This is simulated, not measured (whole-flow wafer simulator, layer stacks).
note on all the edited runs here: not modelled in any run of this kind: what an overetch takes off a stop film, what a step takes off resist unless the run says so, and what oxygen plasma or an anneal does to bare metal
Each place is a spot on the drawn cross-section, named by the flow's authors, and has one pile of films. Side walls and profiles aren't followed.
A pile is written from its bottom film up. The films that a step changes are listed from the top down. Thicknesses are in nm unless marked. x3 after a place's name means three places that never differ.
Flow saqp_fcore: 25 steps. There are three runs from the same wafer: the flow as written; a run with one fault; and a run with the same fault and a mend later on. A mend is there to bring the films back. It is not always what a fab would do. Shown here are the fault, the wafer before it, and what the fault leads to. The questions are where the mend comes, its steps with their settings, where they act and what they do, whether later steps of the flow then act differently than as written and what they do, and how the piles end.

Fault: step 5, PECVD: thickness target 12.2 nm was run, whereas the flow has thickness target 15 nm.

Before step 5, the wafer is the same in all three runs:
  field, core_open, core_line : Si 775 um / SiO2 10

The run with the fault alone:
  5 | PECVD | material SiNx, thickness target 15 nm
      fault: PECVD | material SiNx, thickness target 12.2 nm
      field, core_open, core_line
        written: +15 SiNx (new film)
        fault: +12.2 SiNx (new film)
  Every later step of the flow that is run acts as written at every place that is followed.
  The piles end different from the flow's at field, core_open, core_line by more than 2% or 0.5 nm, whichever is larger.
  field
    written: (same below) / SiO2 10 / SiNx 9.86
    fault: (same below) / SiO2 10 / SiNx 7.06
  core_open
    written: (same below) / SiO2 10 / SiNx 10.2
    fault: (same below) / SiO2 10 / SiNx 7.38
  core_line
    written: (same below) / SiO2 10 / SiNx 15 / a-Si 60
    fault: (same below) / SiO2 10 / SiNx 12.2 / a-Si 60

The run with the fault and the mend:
  After step 5 comes the mend.
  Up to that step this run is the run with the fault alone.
  5a | ETCH | chemistry h3po4, depth target 14.03 nm
      field, core_open, core_line
        -12.2 SiNx (all of it)
  5b | PECVD | material SiNx, thickness target 15 nm (a further turn of the flow's step 5)
      field, core_open, core_line
        +15 SiNx (new film)
  Every later step of the flow that is run acts as written at every place that is followed.
  The piles end the same as the flow's at every place that both follow.
